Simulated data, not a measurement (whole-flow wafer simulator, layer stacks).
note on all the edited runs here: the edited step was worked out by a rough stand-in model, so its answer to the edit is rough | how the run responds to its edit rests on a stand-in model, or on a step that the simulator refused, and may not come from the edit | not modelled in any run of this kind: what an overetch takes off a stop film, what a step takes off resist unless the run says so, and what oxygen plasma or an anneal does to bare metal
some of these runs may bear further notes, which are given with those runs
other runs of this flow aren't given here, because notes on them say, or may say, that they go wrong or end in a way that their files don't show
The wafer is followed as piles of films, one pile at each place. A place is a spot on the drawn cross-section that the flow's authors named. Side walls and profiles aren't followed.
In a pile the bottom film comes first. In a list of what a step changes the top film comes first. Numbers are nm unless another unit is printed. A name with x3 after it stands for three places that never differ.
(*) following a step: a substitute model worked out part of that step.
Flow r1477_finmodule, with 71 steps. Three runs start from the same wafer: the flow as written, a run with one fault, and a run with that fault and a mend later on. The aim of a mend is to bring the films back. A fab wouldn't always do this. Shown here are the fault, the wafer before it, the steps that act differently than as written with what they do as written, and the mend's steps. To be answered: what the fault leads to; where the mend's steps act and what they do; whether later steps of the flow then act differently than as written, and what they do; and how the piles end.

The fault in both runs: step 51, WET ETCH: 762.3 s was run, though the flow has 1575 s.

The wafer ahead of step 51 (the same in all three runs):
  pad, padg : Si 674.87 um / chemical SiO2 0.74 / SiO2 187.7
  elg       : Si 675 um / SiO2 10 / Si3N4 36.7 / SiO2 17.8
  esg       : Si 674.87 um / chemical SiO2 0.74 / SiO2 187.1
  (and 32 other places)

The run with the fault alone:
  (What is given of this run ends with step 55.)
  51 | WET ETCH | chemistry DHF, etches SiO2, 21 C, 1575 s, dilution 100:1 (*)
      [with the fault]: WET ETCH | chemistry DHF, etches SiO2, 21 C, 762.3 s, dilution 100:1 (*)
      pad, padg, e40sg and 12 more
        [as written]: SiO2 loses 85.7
        [with the fault]: SiO2 loses 41.5
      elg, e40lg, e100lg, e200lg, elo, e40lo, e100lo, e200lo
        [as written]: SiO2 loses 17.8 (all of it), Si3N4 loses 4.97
        [with the fault]: SiO2 loses 17.8 (all of it), Si3N4 loses 1.66
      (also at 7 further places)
  Later steps of the flow up to step 55 that are run all act as written at every place that is followed, up to a difference of at most 2% or 0.5 nm, whichever is larger.
  After step 55, at pad, padg, elg and 27 more, the piles differ from the flow's by more than 2% or 0.5 nm, whichever is larger.
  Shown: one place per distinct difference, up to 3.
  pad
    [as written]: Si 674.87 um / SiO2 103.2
    [with the fault]: Si 674.87 um / SiO2 147.4
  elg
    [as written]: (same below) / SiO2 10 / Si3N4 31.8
    [with the fault]: (same below) / SiO2 10 / Si3N4 35.1
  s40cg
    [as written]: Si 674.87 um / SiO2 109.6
    [with the fault]: Si 674.87 um / SiO2 150.4

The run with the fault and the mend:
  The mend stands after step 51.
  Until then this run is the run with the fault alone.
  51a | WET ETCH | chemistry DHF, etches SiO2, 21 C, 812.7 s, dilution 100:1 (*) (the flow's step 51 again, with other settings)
      pad, padg, e40sg and 12 more
        SiO2 loses 44.2
      elg, e40lg, e100lg, e200lg, elo, e40lo, e100lo, e200lo
        Si3N4 loses 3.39
      esg, s40cg, s45cg, s50cg, s40co, s45co, s50co
        SiO2 loses 40.8
  Later steps of the flow that are run all act as written at every place that is followed, up to a difference of at most 2% or 0.5 nm, whichever is larger.
  At the end the piles are close to the flow's at the places that both follow, differing by at most 2% or 0.5 nm, whichever is larger.
